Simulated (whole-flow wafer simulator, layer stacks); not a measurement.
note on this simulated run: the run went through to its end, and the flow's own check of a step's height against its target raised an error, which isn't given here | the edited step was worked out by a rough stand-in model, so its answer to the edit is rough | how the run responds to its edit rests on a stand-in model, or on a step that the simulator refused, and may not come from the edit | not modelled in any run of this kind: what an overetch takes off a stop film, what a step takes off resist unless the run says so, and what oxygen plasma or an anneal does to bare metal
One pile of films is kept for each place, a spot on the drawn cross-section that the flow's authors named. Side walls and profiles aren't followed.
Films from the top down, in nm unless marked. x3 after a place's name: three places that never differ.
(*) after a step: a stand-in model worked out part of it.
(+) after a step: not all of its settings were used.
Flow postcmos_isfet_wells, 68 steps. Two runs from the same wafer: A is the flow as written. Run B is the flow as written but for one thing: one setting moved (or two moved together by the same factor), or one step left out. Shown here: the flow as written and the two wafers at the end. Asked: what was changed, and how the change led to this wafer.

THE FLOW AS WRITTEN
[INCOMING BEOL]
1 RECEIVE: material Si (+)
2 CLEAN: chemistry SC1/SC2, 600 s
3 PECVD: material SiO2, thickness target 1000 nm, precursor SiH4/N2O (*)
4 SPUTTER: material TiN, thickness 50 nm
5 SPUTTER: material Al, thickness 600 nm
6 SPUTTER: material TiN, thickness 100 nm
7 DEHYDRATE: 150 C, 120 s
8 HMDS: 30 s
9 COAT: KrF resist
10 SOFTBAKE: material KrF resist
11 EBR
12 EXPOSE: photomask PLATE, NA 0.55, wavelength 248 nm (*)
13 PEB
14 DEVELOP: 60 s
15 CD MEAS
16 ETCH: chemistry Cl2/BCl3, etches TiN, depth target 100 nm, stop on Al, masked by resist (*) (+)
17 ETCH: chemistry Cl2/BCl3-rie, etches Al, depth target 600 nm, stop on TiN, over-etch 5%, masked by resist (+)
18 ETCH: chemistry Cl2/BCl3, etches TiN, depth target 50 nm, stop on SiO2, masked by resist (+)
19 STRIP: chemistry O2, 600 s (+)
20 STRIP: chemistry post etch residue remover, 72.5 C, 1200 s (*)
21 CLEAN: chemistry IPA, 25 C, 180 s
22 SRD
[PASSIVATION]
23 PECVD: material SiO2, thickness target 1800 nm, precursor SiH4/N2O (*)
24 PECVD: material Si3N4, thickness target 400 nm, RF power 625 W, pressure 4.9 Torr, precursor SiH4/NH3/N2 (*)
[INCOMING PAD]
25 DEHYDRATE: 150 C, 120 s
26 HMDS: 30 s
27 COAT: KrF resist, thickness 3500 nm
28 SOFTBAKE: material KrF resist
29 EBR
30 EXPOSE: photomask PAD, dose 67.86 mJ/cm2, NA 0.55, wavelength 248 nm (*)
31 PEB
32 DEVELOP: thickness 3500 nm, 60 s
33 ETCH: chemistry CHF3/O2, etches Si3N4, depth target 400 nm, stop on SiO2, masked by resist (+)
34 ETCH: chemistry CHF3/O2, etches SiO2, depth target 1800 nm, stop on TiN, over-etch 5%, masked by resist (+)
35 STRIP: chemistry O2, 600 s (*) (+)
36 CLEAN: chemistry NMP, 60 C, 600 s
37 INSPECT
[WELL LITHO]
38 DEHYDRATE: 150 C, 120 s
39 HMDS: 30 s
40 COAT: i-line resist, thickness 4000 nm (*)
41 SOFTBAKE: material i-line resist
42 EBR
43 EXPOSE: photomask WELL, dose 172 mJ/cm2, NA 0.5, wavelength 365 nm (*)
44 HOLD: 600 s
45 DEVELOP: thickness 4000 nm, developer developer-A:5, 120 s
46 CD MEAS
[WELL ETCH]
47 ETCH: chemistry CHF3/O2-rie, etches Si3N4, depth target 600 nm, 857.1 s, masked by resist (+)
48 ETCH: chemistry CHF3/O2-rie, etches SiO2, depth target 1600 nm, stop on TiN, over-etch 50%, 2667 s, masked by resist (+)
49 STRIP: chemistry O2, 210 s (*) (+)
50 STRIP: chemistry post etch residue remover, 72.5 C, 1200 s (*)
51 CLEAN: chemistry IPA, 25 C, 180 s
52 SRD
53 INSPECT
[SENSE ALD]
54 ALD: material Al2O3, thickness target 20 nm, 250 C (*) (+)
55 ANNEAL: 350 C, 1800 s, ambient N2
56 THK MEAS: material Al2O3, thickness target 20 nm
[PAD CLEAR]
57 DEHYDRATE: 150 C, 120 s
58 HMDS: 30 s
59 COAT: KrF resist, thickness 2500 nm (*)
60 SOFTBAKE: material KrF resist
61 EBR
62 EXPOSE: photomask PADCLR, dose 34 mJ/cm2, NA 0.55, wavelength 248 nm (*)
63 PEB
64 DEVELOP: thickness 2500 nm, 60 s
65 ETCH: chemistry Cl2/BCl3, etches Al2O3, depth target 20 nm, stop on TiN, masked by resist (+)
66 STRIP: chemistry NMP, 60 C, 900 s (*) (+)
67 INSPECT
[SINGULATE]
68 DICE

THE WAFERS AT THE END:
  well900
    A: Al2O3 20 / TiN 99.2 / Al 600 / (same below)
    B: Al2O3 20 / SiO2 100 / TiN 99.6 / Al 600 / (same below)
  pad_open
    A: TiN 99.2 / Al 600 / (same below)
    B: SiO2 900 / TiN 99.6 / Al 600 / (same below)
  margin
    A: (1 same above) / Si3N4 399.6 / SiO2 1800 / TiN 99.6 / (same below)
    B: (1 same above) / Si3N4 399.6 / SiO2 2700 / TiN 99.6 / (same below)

The cause: step 23, PECVD: thickness target 2700 nm was run, where the flow has thickness target 1800 nm.
It can be read off the wafer: margin has SiO2 2700, and step 23 as written asks for 1800 nm.

How the change led to this, step by step:
  23 PECVD: material SiO2, thickness target 1800 nm, precursor SiH4/N2O (*)
      margin, well900, well1300 x3, pad_rim, pad_clr, pad_open: A SiO2 +1800 (new film) | B SiO2 +2700 (new film)
      field: A SiO2 +1800 (new film), void +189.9 (new film), SiO2 +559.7 | B SiO2 +2700 (new film), void +189.7 (new film), SiO2 +559.8
  34 ETCH: chemistry CHF3/O2, etches SiO2, depth target 1800 nm, stop on TiN, over-etch 5%, masked by resist (+)
      pad_open: A SiO2 -1800 (all of it) | B SiO2 -1800
  48 ETCH: chemistry CHF3/O2-rie, etches SiO2, depth target 1600 nm, stop on TiN, over-etch 50%, 2667 s, masked by resist (+)
      well900, well1300 x3: A SiO2 -1600 (all of it) | B SiO2 -2400
  59 COAT: KrF resist, thickness 2500 nm (*)
      field: A KrF resist +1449 (new film) | B KrF resist +1067 (new film)
      margin: A KrF resist +1448.9 (new film) | B KrF resist +1066.9 (new film)
  63 PEB
      field, margin: A KrF resist -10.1 | B KrF resist -7.38
  66 STRIP: chemistry NMP, 60 C, 900 s (*) (+)
      field: A KrF resist -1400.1 (all of it) | B KrF resist -1020.9 (all of it)
      margin: A KrF resist -1400.1 (all of it) | B KrF resist -1020.8 (all of it)
